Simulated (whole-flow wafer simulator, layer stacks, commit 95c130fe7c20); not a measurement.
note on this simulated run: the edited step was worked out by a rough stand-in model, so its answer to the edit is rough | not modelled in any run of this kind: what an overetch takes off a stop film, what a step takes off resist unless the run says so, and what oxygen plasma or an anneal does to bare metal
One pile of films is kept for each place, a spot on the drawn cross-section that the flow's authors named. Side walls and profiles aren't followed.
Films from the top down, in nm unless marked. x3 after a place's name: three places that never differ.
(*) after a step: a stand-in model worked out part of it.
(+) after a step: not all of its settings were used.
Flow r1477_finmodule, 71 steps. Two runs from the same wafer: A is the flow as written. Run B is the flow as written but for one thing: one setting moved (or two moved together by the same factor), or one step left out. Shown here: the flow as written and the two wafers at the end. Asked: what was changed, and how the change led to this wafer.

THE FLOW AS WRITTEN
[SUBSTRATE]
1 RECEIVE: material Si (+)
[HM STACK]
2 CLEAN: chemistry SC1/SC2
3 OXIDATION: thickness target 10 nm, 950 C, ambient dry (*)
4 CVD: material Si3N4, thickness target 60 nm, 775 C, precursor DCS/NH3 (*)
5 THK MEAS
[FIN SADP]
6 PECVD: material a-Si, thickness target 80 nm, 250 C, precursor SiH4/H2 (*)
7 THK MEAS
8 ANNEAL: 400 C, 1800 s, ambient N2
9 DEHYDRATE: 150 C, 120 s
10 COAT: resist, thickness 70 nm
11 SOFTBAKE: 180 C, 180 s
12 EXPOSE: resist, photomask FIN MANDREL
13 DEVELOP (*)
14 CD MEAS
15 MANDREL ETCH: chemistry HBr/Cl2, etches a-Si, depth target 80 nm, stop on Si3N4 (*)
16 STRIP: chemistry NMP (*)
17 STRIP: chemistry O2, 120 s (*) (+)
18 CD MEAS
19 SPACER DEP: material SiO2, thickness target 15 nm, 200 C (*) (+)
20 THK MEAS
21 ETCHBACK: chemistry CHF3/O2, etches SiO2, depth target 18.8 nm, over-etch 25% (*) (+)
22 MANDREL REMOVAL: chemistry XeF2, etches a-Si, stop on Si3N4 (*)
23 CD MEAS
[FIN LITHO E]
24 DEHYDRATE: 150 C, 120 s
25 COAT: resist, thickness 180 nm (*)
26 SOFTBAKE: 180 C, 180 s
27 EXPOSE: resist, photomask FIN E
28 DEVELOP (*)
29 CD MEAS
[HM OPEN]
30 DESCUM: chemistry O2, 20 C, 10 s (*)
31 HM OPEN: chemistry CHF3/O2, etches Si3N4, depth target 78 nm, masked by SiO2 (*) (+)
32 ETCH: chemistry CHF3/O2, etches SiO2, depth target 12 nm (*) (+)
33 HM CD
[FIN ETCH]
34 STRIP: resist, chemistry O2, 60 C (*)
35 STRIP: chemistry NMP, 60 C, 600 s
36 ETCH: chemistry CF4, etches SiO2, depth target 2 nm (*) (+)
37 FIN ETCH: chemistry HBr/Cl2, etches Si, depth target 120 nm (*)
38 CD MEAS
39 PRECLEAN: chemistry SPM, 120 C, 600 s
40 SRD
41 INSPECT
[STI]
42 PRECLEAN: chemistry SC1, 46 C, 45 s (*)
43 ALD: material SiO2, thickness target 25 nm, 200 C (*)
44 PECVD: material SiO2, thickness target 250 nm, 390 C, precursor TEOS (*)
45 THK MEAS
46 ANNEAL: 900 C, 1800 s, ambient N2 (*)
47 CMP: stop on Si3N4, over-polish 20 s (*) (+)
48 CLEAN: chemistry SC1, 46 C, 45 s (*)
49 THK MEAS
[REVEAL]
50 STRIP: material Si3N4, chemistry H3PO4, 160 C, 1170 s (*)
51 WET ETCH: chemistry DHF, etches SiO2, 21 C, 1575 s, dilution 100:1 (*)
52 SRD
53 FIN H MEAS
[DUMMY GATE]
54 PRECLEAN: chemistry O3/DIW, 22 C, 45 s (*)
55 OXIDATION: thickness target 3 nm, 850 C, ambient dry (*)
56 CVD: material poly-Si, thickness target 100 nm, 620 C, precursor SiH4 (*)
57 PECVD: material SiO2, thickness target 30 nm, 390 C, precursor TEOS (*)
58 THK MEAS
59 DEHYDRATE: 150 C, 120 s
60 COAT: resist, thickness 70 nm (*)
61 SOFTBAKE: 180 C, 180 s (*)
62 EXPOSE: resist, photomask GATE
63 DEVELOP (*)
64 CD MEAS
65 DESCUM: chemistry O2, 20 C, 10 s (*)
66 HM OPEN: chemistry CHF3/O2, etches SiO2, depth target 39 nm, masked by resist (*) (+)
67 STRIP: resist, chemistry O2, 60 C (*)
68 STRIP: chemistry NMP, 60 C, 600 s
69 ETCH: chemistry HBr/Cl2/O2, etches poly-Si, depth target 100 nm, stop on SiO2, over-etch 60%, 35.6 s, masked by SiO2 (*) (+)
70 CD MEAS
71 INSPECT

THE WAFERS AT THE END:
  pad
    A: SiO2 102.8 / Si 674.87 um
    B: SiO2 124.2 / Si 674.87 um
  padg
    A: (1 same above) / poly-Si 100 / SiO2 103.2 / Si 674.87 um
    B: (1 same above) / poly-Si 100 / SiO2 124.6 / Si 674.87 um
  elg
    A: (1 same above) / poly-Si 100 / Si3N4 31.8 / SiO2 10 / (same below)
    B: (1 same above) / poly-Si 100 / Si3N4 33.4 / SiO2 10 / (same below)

The cause: step 51, WET ETCH: 1181 s was run, where the flow has 1575 s.

How the change led to this, step by step:
  51 WET ETCH: chemistry DHF, etches SiO2, 21 C, 1575 s, dilution 100:1 (*)
      pad, padg, e40sg and 12 more: A SiO2 -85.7 | B SiO2 -64.3
      elg, e40lg, e100lg, e200lg, elo, e40lo, e100lo, e200lo: A SiO2 -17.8 (all of it), Si3N4 -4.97 | B SiO2 -17.8 (all of it), Si3N4 -3.36
      (and at 7 more places)
  56 CVD: material poly-Si, thickness target 100 nm, 620 C, precursor SiH4 (*)
      s40cg, s40co: A poly-Si +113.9 (new film) | B poly-Si +100 (new film)
      s45cg, s45co: A poly-Si +113.4 (new film) | B poly-Si +100 (new film)
      (and at 3 more places)
  60 COAT: resist, thickness 70 nm (*)
      e40sg, eso, e40so: A resist +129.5 (new film) | B resist +110.7 (new film)
      e100sg, e100so: A resist +129.4 (new film) | B resist +110.6 (new film)
      (and at 20 more places)
  63 DEVELOP (*)
      eso, e40so: A resist -129.5 (all of it) | B resist -110.7 (all of it)
      e100so: A resist -129.4 (all of it) | B resist -110.6 (all of it)
      (and at 10 more places)
  67 STRIP: resist, chemistry O2, 60 C (*)
      e40lg, e100lg, e200lg: A resist -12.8 (all of it) | B resist -13.8 (all of it)
      e40sg: A resist -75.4 (all of it) | B resist -56.6 (all of it)
      (and at 11 more places)
  69 ETCH: chemistry HBr/Cl2/O2, etches poly-Si, depth target 100 nm, stop on SiO2, over-etch 60%, 35.6 s, masked by SiO2 (*) (+)
      s40co: A chemical SiO2 -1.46 (all of it), poly-Si -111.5 (all of it), SiO2 -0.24 | B chemical SiO2 -1.36 (all of it), poly-Si -97.6 (all of it), SiO2 -0.42
      s45co: A chemical SiO2 -1.46 (all of it), poly-Si -110.9 (all of it), SiO2 -0.25 | B chemical SiO2 -1.36 (all of it), poly-Si -97.6 (all of it), SiO2 -0.42
      (and at 1 more place)
